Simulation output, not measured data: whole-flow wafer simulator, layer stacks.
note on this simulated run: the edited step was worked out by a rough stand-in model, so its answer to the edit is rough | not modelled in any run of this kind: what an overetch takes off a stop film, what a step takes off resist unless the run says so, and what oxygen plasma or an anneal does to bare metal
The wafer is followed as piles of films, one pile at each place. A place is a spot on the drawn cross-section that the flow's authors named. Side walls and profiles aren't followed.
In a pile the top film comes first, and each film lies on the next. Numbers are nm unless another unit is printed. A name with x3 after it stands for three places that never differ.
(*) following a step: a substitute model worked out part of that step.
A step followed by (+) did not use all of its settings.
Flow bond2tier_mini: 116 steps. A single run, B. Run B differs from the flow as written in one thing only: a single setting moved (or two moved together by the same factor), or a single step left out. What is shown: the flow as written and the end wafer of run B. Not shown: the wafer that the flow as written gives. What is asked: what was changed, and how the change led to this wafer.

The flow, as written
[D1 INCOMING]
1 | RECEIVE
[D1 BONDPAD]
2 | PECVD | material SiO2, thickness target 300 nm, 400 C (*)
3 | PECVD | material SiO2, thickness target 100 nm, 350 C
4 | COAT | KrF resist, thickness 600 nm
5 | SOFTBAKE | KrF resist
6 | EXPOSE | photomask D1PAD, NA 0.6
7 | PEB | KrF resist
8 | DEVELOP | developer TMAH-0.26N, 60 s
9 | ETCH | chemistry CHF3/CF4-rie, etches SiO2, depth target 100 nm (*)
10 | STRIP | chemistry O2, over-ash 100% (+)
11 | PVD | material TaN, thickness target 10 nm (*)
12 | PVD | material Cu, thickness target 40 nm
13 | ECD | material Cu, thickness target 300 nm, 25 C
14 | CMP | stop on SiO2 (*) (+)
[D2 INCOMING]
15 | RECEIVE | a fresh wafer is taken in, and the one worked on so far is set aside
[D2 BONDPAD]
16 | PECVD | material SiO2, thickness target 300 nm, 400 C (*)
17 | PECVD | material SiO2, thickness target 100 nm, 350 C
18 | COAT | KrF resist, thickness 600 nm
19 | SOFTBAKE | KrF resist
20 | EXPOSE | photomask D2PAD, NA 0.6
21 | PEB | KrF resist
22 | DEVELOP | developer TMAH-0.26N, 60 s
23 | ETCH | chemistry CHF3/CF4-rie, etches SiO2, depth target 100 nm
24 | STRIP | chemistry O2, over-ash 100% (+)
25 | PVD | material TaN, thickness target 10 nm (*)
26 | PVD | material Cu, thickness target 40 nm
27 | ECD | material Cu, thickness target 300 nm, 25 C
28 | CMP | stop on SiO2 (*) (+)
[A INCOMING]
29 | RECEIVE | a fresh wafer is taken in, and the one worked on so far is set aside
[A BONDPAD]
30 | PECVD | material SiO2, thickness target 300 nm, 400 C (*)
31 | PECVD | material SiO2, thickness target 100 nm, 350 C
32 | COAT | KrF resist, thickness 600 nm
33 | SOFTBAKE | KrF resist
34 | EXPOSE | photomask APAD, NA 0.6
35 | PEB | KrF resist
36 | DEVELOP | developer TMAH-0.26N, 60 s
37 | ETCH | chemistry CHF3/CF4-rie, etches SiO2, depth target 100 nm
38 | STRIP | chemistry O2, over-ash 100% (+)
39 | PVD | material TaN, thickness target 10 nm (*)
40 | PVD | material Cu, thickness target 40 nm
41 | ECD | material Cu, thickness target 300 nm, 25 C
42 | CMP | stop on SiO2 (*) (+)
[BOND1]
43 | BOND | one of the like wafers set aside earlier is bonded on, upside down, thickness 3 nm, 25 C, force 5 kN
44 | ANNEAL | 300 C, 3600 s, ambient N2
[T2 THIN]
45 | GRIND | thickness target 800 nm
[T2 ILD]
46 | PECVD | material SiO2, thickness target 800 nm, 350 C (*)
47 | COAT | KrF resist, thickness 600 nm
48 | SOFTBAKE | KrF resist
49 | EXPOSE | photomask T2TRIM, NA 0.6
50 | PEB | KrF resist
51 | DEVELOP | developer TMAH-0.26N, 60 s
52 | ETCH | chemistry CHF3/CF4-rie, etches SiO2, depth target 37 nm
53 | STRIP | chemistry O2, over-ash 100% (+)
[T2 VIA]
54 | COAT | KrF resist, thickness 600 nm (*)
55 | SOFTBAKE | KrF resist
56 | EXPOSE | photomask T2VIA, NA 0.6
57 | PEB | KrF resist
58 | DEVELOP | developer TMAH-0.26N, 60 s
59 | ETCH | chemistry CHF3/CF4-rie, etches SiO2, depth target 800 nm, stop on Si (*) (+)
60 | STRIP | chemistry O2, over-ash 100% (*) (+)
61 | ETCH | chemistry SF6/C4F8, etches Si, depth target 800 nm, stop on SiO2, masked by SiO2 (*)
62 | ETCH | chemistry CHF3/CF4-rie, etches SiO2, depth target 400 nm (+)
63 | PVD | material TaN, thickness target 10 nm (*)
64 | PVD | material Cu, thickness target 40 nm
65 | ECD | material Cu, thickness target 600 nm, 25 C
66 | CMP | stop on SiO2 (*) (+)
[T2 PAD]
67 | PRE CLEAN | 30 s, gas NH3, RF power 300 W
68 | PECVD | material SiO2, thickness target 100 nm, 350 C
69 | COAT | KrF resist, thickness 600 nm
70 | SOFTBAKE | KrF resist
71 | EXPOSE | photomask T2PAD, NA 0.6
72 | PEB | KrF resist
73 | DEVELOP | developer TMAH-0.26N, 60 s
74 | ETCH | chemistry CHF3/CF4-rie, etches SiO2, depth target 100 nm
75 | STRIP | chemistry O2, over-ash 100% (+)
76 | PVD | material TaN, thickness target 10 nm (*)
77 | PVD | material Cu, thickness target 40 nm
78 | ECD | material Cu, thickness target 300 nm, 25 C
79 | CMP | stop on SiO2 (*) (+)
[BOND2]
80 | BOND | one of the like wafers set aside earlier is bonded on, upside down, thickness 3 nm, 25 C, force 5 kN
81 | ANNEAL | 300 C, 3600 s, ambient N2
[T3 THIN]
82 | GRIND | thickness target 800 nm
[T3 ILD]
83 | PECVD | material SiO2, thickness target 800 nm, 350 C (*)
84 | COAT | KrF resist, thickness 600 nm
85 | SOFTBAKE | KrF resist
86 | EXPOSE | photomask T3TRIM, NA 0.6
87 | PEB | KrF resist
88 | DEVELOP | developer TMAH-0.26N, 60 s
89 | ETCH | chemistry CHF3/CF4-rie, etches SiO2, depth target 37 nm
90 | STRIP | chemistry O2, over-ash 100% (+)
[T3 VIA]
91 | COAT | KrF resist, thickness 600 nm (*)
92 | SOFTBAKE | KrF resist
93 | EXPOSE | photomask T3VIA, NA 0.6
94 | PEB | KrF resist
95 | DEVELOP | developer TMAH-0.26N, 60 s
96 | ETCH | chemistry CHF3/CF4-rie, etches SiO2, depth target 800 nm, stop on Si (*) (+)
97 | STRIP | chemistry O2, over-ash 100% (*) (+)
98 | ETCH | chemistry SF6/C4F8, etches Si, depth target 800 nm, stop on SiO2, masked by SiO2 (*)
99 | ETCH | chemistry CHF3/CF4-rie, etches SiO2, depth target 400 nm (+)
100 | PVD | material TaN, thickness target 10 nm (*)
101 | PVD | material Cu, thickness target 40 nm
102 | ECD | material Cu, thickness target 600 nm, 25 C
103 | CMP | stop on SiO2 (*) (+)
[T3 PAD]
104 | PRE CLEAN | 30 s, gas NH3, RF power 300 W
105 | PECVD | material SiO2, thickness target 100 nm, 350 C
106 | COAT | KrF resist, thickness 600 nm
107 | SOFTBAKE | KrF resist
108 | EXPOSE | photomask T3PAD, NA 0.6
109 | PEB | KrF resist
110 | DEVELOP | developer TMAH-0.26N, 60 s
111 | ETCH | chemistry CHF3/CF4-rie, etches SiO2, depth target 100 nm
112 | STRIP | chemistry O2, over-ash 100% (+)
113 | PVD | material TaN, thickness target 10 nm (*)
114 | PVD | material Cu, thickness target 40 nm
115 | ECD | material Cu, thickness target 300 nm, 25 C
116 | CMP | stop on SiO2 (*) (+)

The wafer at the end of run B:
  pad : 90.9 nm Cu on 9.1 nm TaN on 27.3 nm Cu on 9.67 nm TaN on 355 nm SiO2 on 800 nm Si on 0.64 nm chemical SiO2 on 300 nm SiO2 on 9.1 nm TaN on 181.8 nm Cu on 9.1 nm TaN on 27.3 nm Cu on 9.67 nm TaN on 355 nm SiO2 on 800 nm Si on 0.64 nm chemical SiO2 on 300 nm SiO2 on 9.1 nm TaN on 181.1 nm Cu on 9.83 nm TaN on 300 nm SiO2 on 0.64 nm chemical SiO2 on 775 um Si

The reason: step 39, PVD: thickness target 10.8 nm was run, whereas the flow has thickness target 10 nm.

The path from the change to this, step by step:
  39 | PVD | material TaN, thickness target 10 nm (*)
      field: +10.8 TaN (new film) (in the flow as written it would be: +10 TaN (new film))
      pad: +9.83 TaN (new film) (in the flow as written it would be: +9.1 TaN (new film))
      (and at 1 other place as well)
  42 | CMP | stop on SiO2 (*) (+)
      field: -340 Cu (all of it), -10.8 TaN (all of it) (in the flow as written it would be: -340 Cu (all of it), -10 TaN (all of it))
